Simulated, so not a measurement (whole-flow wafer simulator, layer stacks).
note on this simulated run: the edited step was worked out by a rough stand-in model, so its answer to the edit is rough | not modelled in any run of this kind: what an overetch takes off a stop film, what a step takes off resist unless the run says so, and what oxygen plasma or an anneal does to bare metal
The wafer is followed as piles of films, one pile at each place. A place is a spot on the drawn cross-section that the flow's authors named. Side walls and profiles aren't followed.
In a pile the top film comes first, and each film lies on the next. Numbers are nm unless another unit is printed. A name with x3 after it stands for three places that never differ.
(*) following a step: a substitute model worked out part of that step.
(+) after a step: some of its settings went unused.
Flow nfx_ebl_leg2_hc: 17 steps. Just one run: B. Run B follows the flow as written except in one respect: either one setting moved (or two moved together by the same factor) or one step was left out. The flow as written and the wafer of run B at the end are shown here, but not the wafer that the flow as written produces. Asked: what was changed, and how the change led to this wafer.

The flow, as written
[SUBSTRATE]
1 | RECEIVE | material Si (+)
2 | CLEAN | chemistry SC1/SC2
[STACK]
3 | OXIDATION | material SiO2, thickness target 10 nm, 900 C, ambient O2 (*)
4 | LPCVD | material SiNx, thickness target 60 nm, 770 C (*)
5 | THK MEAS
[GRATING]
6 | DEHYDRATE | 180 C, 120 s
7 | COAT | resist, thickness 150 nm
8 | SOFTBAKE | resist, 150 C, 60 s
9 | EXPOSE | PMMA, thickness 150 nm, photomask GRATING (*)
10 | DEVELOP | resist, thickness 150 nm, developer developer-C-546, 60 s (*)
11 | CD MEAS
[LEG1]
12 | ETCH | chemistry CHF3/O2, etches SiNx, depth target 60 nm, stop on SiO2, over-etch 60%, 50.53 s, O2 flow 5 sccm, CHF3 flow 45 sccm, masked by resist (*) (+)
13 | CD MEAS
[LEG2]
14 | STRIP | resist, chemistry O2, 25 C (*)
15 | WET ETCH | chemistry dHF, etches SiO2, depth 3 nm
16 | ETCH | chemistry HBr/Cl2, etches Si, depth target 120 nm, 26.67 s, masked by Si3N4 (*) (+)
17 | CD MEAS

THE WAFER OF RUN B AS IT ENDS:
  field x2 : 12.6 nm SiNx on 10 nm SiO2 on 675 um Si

The reason: step 4, LPCVD: thickness target 24 nm was run, while the flow as written has thickness target 60 nm.

The path from the change to this, step by step:
  4 | LPCVD | material SiNx, thickness target 60 nm, 770 C (*)
      field x2, pad x2: +24 SiNx (new film) (in the flow as written it would be: +60 SiNx (new film))
  12 | ETCH | chemistry CHF3/O2, etches SiNx, depth target 60 nm, stop on SiO2, over-etch 60%, 50.53 s, O2 flow 5 sccm, CHF3 flow 45 sccm, masked by resist (*) (+)
      pad x2: -24 SiNx (all of it), -10 SiO2 (all of it) (in the flow as written it would be: -60 SiNx (all of it), -10 SiO2 (all of it))
